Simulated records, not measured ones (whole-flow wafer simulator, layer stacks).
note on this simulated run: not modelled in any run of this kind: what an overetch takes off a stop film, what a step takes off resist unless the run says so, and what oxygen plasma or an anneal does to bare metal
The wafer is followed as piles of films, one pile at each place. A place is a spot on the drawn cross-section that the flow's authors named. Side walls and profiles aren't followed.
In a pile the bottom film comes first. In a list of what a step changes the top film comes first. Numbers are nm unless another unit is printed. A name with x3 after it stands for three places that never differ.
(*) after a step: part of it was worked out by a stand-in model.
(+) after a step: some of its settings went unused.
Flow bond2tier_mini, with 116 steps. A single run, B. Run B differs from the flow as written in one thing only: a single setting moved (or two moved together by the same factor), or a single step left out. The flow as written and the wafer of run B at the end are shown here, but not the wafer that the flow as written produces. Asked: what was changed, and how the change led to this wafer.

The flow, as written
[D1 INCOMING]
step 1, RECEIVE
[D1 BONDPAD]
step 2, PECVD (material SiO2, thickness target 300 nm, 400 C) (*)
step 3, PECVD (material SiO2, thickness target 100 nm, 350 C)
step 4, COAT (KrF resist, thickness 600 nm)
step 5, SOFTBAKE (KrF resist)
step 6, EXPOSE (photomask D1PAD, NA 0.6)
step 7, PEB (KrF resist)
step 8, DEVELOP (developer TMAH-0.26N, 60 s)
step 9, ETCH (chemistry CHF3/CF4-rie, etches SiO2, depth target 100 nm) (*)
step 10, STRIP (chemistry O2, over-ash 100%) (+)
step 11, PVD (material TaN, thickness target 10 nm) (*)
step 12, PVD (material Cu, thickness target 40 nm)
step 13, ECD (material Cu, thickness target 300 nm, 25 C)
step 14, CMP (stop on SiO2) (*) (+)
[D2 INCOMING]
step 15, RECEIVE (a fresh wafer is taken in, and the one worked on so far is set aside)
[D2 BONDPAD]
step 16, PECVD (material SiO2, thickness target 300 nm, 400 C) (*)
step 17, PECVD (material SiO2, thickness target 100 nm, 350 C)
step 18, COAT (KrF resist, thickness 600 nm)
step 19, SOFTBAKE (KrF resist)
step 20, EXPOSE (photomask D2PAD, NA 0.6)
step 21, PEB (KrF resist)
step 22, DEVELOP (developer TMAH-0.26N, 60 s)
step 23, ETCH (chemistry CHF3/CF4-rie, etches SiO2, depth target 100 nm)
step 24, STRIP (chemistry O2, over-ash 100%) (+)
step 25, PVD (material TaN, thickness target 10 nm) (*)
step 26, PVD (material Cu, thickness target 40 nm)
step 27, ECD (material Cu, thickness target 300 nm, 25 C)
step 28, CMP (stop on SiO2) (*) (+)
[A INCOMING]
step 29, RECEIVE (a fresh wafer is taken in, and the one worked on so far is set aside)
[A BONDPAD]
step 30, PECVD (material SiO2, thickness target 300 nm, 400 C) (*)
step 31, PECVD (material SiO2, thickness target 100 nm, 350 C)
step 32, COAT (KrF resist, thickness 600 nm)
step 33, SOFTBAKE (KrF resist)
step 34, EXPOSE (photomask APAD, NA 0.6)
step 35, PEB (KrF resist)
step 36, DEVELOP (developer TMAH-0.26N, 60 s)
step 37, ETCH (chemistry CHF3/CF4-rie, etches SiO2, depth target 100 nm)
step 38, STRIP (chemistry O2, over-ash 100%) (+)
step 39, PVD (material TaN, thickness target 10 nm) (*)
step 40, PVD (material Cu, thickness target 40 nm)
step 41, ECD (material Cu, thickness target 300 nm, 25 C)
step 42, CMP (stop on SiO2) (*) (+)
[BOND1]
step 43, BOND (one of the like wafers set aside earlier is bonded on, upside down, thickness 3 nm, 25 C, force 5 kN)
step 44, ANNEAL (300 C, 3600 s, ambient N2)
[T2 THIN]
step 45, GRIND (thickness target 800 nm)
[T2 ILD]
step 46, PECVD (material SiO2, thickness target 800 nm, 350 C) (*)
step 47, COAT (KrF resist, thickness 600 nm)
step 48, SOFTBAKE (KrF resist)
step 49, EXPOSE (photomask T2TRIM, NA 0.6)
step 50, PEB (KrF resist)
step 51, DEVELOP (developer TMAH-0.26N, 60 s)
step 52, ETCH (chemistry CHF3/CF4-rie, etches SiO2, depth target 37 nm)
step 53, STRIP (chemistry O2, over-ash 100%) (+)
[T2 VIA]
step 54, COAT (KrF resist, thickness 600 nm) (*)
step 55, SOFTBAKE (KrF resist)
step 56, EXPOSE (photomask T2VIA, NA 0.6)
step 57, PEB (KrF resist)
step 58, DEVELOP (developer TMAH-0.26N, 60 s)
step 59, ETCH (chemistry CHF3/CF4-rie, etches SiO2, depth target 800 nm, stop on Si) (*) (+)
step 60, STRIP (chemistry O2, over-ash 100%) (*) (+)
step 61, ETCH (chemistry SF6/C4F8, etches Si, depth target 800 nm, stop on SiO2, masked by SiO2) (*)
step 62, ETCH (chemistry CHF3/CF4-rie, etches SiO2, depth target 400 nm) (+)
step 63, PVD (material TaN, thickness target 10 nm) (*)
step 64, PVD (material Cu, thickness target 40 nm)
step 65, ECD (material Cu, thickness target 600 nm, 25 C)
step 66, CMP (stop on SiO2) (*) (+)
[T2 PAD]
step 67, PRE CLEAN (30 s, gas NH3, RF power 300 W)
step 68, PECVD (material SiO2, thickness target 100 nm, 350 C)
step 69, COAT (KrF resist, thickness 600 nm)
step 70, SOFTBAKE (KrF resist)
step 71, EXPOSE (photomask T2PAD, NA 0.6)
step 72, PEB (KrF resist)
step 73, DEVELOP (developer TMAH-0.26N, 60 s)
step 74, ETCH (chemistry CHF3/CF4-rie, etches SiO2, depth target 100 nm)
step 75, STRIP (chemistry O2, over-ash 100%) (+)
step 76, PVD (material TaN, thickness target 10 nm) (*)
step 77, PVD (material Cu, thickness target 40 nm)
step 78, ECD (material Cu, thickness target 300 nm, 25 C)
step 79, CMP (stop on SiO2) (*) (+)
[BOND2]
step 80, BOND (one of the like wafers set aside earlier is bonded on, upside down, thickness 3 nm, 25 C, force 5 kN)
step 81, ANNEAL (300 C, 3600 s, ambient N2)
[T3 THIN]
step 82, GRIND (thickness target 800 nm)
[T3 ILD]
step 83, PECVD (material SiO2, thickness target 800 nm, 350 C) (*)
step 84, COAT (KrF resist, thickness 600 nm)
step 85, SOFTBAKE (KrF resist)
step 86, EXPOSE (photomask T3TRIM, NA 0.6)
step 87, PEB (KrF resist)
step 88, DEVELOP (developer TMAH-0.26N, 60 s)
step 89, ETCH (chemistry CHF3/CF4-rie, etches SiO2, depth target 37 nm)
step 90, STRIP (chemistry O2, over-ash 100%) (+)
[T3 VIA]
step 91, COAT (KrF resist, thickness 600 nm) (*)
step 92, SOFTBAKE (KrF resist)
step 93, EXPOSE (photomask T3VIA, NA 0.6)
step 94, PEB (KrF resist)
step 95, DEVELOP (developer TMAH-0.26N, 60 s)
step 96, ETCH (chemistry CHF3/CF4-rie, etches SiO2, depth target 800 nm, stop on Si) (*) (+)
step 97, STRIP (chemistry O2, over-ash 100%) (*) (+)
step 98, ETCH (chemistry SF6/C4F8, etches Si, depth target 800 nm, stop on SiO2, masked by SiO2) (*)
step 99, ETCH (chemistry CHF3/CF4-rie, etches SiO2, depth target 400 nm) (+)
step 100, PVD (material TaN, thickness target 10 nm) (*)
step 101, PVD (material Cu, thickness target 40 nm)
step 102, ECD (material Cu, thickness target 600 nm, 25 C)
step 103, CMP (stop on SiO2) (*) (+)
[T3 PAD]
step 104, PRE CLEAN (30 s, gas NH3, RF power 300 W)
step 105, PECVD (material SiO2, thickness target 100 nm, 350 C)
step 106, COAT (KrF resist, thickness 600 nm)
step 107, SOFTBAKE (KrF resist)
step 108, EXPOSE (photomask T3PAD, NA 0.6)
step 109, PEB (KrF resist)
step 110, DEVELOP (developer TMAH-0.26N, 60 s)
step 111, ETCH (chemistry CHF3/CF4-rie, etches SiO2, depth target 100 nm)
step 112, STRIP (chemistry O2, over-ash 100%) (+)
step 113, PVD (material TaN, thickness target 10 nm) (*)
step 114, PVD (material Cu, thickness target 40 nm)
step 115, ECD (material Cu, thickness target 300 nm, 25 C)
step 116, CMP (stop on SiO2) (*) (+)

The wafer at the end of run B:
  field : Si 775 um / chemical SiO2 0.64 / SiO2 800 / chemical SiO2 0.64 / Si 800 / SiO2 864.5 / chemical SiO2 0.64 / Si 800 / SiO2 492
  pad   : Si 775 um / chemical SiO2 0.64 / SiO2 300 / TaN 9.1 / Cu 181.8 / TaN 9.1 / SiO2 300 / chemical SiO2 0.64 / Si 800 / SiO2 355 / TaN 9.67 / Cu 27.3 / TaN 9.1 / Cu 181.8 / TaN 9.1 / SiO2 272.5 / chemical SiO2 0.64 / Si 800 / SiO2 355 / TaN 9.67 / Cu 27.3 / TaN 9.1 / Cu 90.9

What caused this: step 17, PECVD: thickness target 72.5 nm was run, while the flow as written has thickness target 100 nm.

The path from the change to this, step by step:
  step 17, PECVD (material SiO2, thickness target 100 nm, 350 C)
      field, pad, via: SiO2 gains 72.5 (it would be, as written: SiO2 gains 100)
  step 80, BOND (one of the like wafers set aside earlier is bonded on, upside down, thickness 3 nm, 25 C, force 5 kN)
      field: Si gains 775 um (new film), chemical SiO2 gains 0.64 (new film), SiO2 gains 372.5 (it would be, as written: Si gains 775 um (new film), chemical SiO2 gains 0.64 (new film), SiO2 gains 400)
      pad: Si gains 775 um (new film), chemical SiO2 gains 0.64 (new film), SiO2 gains 272.5 (new film), TaN gains 9.1 (new film), Cu gains 90.9 (it would be, as written: Si gains 775 um (new film), chemical SiO2 gains 0.64 (new film), SiO2 gains 300 (new film), TaN gains 9.1 (new film), Cu gains 90.9)
